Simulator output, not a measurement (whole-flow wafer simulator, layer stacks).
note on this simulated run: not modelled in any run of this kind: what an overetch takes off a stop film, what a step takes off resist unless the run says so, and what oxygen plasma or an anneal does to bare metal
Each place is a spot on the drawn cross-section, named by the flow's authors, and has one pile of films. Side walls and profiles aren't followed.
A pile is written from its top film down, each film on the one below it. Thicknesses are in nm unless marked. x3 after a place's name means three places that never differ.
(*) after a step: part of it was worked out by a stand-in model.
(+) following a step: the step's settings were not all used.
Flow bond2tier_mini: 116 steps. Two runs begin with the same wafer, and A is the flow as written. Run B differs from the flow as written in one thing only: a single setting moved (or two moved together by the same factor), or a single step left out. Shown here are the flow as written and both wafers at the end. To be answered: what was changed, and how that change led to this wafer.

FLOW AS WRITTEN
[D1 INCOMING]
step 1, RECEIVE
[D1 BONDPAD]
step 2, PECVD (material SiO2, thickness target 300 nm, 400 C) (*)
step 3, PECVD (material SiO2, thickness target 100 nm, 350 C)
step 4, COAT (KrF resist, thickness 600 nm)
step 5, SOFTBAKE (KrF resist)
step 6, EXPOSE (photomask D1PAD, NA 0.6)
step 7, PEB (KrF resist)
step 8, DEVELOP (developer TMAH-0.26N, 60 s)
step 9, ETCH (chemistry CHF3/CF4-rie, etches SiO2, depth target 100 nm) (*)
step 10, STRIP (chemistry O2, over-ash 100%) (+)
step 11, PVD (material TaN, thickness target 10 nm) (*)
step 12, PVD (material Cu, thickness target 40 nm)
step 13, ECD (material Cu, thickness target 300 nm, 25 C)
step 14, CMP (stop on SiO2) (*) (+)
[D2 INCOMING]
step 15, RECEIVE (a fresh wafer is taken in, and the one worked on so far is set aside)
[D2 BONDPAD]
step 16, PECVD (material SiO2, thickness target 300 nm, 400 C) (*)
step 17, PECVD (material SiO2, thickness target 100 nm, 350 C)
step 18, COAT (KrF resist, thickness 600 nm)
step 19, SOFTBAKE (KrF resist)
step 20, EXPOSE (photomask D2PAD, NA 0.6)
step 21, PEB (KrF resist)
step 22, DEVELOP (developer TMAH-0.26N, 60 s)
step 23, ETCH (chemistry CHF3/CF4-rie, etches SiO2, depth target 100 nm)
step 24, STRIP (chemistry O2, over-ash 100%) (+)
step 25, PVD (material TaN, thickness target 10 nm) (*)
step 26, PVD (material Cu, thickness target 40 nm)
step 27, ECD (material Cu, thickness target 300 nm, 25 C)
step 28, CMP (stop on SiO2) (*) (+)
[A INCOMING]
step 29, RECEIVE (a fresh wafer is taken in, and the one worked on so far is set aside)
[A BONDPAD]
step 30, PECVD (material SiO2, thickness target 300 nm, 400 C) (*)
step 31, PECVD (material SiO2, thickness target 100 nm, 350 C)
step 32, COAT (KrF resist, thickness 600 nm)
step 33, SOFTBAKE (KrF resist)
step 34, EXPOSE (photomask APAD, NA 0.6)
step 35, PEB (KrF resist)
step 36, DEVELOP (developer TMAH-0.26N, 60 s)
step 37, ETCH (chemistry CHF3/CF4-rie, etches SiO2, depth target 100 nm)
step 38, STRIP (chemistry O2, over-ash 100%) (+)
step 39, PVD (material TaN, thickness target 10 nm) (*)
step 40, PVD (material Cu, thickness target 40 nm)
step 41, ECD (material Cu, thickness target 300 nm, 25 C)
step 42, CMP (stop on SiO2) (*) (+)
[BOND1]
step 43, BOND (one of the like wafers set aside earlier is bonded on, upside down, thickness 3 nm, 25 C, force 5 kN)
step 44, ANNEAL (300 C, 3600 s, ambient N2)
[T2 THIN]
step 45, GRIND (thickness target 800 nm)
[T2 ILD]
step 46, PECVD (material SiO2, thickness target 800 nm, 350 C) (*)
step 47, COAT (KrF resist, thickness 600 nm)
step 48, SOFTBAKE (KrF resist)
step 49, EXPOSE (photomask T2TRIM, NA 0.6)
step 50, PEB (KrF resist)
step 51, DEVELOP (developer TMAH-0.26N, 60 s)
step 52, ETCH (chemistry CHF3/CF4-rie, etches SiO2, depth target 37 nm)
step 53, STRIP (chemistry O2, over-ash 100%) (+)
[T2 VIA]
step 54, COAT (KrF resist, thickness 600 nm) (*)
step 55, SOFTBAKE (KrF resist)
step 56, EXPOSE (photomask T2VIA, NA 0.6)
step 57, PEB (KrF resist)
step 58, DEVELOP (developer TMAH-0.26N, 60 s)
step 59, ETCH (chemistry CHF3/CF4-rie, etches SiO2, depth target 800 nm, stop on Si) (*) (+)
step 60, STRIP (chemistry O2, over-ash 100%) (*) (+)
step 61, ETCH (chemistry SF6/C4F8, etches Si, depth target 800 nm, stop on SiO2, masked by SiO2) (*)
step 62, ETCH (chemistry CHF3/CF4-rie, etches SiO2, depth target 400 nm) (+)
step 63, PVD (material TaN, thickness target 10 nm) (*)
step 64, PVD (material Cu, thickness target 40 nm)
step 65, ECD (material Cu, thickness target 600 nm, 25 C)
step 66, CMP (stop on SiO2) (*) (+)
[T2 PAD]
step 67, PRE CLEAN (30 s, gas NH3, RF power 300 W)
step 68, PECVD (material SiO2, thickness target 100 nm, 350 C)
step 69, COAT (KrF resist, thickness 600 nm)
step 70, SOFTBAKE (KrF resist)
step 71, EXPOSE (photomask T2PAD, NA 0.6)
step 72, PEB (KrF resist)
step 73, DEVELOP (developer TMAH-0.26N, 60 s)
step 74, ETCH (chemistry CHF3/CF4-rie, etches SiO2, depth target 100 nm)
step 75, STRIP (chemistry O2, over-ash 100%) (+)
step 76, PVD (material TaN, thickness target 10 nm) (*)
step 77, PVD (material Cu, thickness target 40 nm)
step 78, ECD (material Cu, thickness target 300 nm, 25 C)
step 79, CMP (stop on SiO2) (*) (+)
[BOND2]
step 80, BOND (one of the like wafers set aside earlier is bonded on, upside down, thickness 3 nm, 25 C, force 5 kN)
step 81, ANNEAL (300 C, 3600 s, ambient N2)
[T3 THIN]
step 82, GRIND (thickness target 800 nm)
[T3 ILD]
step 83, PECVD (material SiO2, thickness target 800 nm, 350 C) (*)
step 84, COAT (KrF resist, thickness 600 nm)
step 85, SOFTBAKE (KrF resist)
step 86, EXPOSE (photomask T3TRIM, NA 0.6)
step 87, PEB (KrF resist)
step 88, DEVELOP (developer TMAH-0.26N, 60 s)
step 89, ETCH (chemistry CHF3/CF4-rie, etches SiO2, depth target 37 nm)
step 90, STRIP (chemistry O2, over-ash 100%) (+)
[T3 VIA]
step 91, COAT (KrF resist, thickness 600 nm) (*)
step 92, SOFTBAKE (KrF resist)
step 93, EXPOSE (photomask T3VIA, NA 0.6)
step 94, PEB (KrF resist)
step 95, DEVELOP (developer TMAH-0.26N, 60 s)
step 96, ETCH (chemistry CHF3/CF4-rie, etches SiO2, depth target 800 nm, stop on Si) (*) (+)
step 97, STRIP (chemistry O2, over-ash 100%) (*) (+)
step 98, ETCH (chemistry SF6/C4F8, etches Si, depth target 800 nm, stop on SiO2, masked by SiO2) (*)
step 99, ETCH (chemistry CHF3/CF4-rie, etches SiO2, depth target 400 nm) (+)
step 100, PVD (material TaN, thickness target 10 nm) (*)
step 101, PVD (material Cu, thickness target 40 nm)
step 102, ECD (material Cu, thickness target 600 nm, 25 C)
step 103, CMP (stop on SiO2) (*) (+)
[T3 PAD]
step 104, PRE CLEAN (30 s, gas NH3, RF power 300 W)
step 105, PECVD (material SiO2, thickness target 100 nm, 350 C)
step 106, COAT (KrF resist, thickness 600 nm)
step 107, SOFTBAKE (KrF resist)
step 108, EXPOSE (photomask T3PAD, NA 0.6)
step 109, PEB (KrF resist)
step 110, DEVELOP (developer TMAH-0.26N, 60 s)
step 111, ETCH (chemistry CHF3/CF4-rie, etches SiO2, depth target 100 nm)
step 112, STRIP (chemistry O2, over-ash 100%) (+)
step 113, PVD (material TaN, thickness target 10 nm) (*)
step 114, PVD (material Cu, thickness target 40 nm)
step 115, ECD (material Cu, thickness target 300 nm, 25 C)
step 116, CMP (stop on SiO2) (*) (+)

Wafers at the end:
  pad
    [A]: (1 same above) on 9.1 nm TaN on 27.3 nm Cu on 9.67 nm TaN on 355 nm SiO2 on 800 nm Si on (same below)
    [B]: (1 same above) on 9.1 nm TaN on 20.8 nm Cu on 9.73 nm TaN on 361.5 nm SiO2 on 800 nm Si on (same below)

What caused this: step 89, ETCH: depth target 30.5 nm was run, though the flow has depth target 37 nm.

How this came from the change, step by step:
  step 89, ETCH (chemistry CHF3/CF4-rie, etches SiO2, depth target 37 nm)
      field: A -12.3 KrF resist | B -10.2 KrF resist
      pad: A -37 SiO2 | B -30.5 SiO2
